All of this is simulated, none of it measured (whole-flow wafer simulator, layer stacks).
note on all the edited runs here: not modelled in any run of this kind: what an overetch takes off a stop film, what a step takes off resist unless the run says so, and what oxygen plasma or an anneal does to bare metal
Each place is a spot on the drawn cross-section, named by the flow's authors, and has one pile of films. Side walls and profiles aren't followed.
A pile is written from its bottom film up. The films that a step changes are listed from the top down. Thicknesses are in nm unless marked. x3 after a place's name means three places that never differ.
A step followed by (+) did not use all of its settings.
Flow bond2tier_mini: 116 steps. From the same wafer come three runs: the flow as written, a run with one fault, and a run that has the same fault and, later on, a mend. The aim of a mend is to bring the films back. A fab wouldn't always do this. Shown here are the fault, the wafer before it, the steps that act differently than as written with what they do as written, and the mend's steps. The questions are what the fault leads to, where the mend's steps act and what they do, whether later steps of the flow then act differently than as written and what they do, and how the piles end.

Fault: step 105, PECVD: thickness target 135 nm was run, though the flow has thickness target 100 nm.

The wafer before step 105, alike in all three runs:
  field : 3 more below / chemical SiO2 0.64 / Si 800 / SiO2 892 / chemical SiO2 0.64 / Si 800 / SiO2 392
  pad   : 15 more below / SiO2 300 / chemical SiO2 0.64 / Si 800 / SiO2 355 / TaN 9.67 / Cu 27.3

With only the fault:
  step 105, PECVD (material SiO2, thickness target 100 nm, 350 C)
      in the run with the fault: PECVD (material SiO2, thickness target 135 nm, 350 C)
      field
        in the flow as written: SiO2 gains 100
        in the run with the fault: SiO2 gains 135
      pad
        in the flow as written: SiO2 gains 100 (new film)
        in the run with the fault: SiO2 gains 135 (new film)
  Later steps of the flow acting differently than as written:
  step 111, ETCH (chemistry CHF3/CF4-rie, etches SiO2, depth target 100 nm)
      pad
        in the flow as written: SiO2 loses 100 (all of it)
        in the run with the fault: SiO2 loses 100
  At field, pad, the piles at the end differ from the flow's by more than 2% or 0.5 nm, whichever is larger.
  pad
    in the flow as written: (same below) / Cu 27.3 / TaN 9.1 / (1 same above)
    in the run with the fault: (same below) / Cu 27.3 / SiO2 35 / TaN 9.1 / (1 same above)
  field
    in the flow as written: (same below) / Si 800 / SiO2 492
    in the run with the fault: (same below) / Si 800 / SiO2 527

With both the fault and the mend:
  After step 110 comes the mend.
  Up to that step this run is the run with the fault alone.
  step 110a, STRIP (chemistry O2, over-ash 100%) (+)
      field
        KrF resist loses 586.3 (all of it)
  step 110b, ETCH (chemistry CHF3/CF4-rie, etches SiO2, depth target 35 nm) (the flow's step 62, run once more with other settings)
      field, pad
        SiO2 loses 35
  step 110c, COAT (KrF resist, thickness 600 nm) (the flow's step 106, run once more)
      field, pad
        KrF resist gains 600 (new film)
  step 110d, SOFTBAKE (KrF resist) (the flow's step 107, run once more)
      alters no film at any place that is followed
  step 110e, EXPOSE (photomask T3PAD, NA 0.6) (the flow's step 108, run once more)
      alters no film at any place that is followed
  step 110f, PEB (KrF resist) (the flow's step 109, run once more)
      alters no film at any place that is followed
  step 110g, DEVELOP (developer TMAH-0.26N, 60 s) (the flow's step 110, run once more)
      field
        KrF resist loses 13.7
      pad
        KrF resist loses 600 (all of it)
  None of the later steps of the flow acts differently than as written at any place that is followed.
  By the end, the piles equal the flow's at every place that both follow.
